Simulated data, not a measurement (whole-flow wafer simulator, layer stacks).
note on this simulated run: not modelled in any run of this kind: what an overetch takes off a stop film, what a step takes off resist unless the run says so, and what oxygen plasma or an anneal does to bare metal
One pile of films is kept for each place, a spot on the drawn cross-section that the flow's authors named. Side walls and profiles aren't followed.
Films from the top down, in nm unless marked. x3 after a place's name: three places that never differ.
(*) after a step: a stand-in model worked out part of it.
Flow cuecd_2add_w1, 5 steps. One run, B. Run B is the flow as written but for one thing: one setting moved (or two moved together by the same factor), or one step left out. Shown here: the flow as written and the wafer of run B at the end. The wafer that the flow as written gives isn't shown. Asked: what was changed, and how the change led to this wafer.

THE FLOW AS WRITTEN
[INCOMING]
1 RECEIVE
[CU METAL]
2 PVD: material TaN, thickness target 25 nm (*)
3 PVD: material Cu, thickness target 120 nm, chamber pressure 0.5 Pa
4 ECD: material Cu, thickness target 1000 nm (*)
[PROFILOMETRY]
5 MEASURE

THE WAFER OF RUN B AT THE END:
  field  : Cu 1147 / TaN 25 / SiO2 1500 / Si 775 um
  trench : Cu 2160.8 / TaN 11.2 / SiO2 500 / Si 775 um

The cause: step 3, PVD: thickness target 147 nm was run, where the flow has thickness target 120 nm.

How the change led to this, step by step:
  3 PVD: material Cu, thickness target 120 nm, chamber pressure 0.5 Pa
      field: Cu +147 (new film) (as written it would be: Cu +120 (new film))
      trench: Cu +65.1 (new film) (as written it would be: Cu +53.6 (new film))
